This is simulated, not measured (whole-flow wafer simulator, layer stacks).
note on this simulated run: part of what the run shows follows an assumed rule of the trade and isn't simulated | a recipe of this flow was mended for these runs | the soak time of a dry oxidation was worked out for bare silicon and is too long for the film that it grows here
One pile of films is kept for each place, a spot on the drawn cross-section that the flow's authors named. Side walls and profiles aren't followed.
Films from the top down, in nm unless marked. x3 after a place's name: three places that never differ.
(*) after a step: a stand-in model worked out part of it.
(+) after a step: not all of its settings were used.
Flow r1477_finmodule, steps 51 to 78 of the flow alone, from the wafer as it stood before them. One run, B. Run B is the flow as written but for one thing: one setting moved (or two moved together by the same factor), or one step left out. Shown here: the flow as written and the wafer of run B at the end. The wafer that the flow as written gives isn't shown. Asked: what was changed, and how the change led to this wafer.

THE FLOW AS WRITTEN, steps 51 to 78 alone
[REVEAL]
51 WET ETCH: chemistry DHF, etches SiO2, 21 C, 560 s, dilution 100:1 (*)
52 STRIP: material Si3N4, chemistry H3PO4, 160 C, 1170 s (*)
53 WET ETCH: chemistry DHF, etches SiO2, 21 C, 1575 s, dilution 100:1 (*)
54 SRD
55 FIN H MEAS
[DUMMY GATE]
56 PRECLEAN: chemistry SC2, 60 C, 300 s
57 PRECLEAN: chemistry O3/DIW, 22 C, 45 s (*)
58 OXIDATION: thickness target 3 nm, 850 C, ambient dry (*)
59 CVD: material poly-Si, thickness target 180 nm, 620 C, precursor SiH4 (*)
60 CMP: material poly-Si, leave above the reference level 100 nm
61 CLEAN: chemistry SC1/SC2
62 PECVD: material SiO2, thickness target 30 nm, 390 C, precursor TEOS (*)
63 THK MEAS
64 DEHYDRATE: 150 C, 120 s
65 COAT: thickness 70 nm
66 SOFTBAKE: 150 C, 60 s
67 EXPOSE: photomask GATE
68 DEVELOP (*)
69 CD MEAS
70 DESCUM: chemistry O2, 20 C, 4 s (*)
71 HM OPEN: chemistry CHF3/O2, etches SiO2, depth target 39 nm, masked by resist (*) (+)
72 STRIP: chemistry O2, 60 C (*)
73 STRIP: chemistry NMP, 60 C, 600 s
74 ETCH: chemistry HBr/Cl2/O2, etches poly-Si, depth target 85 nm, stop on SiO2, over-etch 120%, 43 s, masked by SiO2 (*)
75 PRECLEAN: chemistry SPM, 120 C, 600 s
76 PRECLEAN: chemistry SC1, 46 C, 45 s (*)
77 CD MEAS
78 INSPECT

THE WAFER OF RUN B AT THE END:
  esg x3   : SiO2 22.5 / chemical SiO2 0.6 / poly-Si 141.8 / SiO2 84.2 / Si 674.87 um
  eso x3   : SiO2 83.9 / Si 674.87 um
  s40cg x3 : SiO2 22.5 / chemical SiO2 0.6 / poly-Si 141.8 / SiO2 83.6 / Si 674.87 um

The cause: step 51, WET ETCH: 476 s was run, where the flow has 560 s.

How the change led to this, step by step:
  51 WET ETCH: chemistry DHF, etches SiO2, 21 C, 560 s, dilution 100:1 (*)
      esg x3, e200sg, s40cg x3, s40sg x3, eso x3, e200so, s40co x3, s40so x3: SiO2 -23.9 (as written it would be: SiO2 -28.1)
      pad, padg: SiO2 -25.9 (as written it would be: SiO2 -30.5)
  60 CMP: material poly-Si, leave above the reference level 100 nm
      pad, padg: poly-Si -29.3 (as written it would be: poly-Si -24.8)
  74 ETCH: chemistry HBr/Cl2/O2, etches poly-Si, depth target 85 nm, stop on SiO2, over-etch 120%, 43 s, masked by SiO2 (*)
      eso x3, e200so, s40co x3, s40so x3: chemical SiO2 -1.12 (all of it), poly-Si -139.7 (all of it), SiO2 -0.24 (as written it would be: chemical SiO2 -1.12 (all of it), poly-Si -143.9 (all of it), SiO2 -0.22)
      pad: chemical SiO2 -1.12 (all of it), poly-Si -148.2 (all of it), SiO2 -0.19 (as written it would be: chemical SiO2 -1.12 (all of it), poly-Si -152.8 (all of it), SiO2 -0.17)
